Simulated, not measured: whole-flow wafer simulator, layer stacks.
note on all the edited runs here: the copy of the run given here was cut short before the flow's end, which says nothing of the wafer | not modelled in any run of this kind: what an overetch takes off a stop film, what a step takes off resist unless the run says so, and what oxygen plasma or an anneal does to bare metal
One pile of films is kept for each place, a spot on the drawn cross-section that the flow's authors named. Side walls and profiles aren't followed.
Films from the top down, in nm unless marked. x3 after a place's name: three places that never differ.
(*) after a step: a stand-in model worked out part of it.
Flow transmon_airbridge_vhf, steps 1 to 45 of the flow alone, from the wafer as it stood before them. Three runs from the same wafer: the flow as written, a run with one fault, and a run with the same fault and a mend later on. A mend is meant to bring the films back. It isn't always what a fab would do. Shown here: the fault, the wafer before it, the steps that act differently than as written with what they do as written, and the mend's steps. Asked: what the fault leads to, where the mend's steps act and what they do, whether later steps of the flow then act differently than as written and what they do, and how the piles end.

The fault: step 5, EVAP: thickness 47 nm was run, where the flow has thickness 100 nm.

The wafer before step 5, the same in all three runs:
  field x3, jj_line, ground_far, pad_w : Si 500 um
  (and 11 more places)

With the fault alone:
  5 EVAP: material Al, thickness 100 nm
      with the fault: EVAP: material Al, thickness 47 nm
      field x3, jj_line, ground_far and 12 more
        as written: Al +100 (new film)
        with the fault: Al +47 (new film)
  Later steps of the flow that act differently than as written (11 more steps differ only slightly, by at most 2% or 0.5 nm, whichever is larger, and aren't shown):
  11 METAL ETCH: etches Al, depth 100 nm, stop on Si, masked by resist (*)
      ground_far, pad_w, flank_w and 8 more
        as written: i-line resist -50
        with the fault: i-line resist -35.2
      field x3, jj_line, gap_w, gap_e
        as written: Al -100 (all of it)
        with the fault: Al -47 (all of it)
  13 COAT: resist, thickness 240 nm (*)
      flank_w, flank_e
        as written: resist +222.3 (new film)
        with the fault: resist +230.8 (new film)
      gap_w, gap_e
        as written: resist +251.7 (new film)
        with the fault: resist +246 (new film)
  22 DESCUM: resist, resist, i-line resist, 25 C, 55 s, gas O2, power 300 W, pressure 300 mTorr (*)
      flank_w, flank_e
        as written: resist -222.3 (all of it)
        with the fault: resist -230.8 (all of it)
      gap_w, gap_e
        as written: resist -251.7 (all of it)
        with the fault: resist -246 (all of it)
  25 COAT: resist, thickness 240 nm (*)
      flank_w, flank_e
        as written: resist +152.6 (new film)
        with the fault: resist +159.1 (new film)
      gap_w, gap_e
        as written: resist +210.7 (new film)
        with the fault: resist +205 (new film)
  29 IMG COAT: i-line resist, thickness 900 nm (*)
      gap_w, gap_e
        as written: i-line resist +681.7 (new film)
        with the fault: i-line resist +667.8 (new film)
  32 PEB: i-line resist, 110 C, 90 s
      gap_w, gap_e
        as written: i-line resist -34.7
        with the fault: i-line resist -34
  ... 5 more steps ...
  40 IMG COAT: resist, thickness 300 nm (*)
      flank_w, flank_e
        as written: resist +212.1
        with the fault: resist +219.7
  At the end the piles differ from the flow's by more than 2% or 0.5 nm, whichever is larger, at ground_far, pad_w, flank_w and 10 more.
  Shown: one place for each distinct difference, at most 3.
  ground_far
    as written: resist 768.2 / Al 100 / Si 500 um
    with the fault: resist 768.2 / Al 47 / Si 500 um
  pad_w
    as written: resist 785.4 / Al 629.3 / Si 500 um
    with the fault: resist 785.2 / Al 591.3 / Si 499.99 um
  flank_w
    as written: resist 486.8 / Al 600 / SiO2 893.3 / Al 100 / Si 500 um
    with the fault: resist 496.8 / Al 600 / SiO2 893 / Al 47 / Si 500 um

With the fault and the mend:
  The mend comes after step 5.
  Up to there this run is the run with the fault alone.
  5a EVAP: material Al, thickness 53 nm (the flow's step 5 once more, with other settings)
      field x3, jj_line, ground_far and 12 more
        Al +53
  No later step of the flow acts differently than as written at any place that is followed.
  At the end the piles are the same as the flow's at every place that both follow.
